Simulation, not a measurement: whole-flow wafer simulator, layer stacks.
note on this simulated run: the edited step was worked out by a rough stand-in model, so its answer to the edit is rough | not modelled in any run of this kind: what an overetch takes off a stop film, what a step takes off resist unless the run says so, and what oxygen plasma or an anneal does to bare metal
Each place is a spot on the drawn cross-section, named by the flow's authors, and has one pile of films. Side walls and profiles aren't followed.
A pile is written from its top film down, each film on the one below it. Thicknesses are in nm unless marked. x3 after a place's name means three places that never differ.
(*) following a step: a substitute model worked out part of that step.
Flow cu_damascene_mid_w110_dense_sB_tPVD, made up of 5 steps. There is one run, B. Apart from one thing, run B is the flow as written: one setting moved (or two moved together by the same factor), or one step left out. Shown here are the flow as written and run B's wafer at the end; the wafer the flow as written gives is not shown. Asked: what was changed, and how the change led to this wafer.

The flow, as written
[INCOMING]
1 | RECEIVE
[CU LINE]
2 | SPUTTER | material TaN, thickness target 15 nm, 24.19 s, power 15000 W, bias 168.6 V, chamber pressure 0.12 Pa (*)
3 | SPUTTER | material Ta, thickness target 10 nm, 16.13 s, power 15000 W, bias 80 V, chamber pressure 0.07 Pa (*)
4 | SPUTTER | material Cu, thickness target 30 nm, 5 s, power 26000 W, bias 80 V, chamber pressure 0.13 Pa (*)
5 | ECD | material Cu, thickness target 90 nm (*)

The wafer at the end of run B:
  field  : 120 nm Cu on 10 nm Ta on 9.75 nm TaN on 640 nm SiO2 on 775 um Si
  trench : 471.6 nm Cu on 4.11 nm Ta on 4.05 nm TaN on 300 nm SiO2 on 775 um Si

What caused this: step 2, SPUTTER: 15.72 s was run, whereas the flow has 24.19 s.

The path from the change to this, step by step:
  2 | SPUTTER | material TaN, thickness target 15 nm, 24.19 s, power 15000 W, bias 168.6 V, chamber pressure 0.12 Pa (*)
      field: +9.75 TaN (new film) (as written it would have been: +15 TaN (new film))
      trench: +4.05 TaN (new film) (as written it would have been: +6.23 TaN (new film))
